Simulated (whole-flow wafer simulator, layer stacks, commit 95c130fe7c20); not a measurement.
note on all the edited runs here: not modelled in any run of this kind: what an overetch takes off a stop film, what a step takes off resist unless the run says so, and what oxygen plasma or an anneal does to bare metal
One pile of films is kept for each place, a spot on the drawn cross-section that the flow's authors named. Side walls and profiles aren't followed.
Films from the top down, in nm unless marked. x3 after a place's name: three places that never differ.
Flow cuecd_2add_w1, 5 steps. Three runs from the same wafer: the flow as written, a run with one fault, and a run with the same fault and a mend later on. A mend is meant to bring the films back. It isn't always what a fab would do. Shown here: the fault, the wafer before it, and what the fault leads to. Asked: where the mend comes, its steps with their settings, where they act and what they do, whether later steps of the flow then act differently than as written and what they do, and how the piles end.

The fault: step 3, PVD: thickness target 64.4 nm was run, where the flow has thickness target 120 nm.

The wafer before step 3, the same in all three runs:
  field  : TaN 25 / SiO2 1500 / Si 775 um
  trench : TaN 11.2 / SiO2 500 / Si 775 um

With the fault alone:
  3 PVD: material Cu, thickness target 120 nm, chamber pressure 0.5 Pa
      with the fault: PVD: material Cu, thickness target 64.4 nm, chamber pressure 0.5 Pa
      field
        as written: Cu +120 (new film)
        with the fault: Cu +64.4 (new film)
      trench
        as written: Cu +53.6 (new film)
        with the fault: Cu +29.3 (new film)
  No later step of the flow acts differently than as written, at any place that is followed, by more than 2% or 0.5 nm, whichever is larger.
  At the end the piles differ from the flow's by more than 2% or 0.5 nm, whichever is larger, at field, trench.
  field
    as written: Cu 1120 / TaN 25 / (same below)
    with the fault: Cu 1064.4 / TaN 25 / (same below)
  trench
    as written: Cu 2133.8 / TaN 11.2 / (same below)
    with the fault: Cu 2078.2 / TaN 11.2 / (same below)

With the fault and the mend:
  The mend comes after step 3.
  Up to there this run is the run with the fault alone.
  3a ETCH: chemistry cu recess dil, depth target 74.27 nm
      field
        Cu -64.4 (all of it)
      trench
        Cu -29.3 (all of it)
  3b PVD: material Cu, thickness target 120 nm, chamber pressure 0.5 Pa (the flow's step 3 once more)
      field
        Cu +120 (new film)
      trench
        Cu +53.6 (new film)
  No later step of the flow acts differently than as written at any place that is followed.
  At the end the piles are the same as the flow's at every place that both follow.
